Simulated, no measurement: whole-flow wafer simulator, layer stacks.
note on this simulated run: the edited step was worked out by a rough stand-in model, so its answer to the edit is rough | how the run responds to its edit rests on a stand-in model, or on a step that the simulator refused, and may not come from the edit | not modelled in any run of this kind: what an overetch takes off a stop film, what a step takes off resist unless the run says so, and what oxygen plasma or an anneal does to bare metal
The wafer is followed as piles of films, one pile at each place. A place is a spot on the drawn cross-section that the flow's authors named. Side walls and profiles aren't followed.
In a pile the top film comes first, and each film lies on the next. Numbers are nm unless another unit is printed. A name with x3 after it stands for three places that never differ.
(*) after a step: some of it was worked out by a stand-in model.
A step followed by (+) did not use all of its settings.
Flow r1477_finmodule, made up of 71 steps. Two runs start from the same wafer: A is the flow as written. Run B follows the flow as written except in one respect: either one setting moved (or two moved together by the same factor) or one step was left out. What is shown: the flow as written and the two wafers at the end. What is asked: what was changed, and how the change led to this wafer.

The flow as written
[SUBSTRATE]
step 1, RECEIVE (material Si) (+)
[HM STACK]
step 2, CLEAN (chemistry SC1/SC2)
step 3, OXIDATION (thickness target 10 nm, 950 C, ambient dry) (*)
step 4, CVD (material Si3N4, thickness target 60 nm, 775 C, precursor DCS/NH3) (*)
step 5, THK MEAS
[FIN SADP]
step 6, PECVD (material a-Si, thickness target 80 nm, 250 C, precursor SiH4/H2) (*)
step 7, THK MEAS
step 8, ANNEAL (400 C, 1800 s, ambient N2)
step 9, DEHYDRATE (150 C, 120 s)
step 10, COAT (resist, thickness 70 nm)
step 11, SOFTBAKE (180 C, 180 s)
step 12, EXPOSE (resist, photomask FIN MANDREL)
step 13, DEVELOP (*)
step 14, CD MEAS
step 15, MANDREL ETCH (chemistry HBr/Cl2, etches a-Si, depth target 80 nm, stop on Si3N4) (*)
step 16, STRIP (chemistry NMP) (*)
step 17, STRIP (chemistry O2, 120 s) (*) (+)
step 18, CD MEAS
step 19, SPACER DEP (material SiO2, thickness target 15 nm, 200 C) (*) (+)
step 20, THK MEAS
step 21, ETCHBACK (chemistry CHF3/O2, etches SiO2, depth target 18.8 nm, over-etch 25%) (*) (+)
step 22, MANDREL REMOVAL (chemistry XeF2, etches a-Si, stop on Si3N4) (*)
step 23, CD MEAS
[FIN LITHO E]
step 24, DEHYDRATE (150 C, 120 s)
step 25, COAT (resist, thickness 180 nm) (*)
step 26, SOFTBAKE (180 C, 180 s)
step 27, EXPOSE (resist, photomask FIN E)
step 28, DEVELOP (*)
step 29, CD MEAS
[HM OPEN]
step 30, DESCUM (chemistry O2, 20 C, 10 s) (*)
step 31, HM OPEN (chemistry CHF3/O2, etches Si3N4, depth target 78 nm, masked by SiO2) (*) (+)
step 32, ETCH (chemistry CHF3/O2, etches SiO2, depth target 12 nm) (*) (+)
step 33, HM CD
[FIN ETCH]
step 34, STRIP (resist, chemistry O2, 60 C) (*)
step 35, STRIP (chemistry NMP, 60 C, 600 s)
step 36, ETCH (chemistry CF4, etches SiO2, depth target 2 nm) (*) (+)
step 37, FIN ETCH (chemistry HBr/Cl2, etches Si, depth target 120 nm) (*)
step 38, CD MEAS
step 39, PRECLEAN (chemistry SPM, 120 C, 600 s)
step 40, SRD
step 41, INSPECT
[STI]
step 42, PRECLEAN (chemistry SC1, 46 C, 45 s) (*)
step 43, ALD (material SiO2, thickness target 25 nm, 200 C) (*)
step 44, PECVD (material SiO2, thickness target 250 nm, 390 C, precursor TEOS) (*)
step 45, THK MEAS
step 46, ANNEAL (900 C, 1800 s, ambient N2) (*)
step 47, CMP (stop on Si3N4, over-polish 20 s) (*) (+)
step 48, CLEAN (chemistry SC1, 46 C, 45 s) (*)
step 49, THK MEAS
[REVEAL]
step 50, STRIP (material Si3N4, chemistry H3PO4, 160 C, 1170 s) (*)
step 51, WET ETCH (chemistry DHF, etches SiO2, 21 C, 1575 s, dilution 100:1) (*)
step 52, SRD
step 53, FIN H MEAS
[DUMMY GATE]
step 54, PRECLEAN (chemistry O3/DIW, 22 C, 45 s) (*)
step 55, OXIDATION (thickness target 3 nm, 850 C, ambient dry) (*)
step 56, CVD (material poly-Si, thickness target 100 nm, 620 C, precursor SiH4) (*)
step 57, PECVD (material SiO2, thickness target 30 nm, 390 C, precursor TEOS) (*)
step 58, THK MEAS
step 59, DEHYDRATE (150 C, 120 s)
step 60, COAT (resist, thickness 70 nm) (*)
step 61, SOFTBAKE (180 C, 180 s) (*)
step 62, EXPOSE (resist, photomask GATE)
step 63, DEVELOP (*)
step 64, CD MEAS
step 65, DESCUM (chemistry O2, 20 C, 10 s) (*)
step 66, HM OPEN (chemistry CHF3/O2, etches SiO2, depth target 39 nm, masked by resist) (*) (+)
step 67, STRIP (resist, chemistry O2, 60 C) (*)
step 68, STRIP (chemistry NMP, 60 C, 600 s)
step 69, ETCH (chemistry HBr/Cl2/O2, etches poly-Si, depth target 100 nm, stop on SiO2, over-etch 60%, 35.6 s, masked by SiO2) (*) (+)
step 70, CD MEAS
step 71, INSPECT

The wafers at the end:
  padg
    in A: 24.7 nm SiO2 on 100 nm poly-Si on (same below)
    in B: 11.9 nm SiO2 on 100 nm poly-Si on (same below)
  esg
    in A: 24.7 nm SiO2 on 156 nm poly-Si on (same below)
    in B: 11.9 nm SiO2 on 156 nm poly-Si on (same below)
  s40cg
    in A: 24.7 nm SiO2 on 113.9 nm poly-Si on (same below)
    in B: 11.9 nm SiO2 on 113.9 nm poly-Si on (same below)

What caused this: step 57, PECVD: thickness target 17.2 nm was run, while the flow as written has thickness target 30 nm.

Step by step, how the change led to this:
  step 57, PECVD (material SiO2, thickness target 30 nm, 390 C, precursor TEOS) (*)
      pad, padg, elg and 33 more: A +30 SiO2 (new film) | B +17.2 SiO2 (new film)
  step 66, HM OPEN (chemistry CHF3/O2, etches SiO2, depth target 39 nm, masked by resist) (*) (+)
      pad, elo, eso and 15 more: A -30 SiO2 (all of it), -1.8 poly-Si | B -17.2 SiO2 (all of it), -1.72 poly-Si
      padg, elg, esg and 15 more: A -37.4 resist | B -24.7 resist
  step 67, STRIP (resist, chemistry O2, 60 C) (*)
      padg, elg, esg: A -15.9 resist (all of it) | B -28.5 resist (all of it)
      e40lg, e100lg, e200lg: A -12.8 resist (all of it) | B -25.4 resist (all of it)
      (as well as at 12 more places)
